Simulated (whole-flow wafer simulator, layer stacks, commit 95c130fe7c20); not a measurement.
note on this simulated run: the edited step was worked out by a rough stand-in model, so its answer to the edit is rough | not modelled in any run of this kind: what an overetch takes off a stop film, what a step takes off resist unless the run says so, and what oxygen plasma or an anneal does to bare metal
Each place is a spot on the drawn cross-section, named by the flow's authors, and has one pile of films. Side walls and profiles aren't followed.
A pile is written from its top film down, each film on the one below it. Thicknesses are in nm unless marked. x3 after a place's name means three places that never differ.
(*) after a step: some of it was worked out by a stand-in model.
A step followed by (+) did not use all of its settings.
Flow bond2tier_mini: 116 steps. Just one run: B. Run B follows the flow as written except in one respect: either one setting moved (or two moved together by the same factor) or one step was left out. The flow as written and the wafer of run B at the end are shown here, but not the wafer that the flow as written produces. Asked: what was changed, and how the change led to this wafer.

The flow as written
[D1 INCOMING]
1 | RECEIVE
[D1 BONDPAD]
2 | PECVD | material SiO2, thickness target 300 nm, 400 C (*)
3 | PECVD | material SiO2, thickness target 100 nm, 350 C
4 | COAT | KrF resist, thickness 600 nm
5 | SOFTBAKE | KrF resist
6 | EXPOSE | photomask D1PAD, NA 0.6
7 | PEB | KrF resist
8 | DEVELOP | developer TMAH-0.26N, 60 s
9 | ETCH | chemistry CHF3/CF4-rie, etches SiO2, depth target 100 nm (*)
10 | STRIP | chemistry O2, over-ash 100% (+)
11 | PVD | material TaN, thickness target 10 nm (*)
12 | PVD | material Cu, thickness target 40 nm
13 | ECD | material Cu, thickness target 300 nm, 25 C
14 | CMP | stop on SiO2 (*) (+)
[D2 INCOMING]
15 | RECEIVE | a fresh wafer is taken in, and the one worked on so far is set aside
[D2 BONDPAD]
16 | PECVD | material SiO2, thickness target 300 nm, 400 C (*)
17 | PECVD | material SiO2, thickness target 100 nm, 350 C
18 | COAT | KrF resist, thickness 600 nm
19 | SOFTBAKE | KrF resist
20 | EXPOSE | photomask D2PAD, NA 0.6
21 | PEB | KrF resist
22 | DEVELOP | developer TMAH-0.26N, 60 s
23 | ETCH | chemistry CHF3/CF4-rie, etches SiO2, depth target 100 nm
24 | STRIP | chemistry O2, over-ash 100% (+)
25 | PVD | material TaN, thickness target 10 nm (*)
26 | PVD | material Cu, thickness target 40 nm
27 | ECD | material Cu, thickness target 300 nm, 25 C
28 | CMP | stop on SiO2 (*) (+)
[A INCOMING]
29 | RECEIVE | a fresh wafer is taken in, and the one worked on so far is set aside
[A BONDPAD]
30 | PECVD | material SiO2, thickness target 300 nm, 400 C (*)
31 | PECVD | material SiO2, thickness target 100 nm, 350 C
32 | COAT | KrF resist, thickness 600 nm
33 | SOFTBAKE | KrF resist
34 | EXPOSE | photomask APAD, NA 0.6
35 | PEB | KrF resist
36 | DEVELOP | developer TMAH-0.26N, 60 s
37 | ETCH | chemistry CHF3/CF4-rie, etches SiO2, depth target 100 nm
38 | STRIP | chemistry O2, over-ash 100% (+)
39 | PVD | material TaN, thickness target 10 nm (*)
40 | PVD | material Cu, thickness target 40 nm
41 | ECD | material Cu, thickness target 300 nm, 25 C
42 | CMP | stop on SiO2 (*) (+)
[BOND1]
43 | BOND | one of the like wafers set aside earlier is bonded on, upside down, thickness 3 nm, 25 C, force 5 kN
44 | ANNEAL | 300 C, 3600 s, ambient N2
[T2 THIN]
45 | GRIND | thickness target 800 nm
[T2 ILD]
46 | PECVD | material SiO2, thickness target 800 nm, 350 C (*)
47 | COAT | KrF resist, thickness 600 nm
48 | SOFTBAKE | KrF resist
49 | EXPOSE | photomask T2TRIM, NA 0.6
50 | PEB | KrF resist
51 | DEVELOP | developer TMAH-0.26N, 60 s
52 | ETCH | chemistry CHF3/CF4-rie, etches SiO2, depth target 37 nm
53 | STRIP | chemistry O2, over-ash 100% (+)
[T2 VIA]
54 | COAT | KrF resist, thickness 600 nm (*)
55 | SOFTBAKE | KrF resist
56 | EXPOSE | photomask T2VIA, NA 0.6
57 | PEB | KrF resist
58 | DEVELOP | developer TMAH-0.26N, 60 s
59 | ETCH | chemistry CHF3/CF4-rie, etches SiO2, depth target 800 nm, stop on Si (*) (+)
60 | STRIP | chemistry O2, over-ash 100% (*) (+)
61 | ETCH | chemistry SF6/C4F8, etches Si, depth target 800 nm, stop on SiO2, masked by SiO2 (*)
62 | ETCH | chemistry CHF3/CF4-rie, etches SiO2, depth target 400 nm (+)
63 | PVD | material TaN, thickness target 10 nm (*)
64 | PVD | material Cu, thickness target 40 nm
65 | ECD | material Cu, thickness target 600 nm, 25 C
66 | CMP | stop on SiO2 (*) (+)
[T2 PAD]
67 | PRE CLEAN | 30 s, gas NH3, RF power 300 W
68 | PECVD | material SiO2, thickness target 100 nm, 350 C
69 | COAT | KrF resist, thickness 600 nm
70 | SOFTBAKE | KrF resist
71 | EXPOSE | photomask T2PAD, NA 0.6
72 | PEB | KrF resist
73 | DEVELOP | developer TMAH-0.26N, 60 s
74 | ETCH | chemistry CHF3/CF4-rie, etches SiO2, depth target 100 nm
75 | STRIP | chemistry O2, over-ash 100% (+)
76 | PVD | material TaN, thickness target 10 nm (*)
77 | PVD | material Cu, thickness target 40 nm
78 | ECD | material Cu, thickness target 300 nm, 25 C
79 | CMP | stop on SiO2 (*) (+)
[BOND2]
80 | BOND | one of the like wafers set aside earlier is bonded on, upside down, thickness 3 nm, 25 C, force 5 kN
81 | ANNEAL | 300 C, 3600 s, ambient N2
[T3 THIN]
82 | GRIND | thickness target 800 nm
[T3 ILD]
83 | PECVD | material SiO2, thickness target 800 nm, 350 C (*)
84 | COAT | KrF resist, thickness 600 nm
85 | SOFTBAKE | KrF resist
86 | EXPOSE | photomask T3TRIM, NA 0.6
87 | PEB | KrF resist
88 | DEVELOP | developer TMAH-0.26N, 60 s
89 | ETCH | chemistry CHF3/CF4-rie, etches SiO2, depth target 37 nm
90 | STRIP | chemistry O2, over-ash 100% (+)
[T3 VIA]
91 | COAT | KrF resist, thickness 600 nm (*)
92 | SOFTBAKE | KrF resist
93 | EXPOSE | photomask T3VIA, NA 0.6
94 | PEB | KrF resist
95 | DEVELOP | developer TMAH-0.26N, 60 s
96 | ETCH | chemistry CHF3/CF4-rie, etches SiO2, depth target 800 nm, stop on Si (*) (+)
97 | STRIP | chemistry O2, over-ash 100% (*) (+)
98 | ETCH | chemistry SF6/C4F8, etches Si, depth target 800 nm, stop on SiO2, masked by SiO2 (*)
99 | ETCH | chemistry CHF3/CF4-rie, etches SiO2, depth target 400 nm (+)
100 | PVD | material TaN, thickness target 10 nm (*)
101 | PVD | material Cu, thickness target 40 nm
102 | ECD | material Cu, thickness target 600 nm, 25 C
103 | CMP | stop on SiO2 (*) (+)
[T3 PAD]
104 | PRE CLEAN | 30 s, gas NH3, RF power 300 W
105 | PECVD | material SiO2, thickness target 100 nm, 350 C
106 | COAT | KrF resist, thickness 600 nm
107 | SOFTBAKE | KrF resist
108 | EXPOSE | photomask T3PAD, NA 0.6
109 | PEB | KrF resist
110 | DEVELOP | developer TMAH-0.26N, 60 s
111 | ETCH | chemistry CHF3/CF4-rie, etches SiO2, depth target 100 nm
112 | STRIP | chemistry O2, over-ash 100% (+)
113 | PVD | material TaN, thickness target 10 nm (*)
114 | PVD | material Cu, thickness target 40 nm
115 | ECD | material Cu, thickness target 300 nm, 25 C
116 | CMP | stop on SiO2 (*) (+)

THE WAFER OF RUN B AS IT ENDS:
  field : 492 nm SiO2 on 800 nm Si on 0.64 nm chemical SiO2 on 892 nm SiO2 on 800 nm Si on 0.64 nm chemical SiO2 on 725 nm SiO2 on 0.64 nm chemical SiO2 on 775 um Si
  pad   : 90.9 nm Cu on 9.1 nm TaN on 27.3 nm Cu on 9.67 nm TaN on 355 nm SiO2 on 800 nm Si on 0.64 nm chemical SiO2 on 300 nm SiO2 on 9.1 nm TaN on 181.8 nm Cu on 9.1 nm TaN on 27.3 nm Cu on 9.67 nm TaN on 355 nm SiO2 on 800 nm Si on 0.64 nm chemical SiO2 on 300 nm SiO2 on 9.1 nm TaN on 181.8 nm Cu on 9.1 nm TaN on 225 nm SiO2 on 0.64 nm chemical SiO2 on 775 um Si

What caused this: step 30, PECVD: thickness target 225 nm was run, though the flow has thickness target 300 nm.
The wafer lets one read it off: pad has SiO2 225, and step 30 as written asks for 300 nm.

The path from the change to this, step by step:
  30 | PECVD | material SiO2, thickness target 300 nm, 400 C (*)
      field, pad, via: SiO2 gains 225 (new film) (it would be, as written: SiO2 gains 300 (new film))
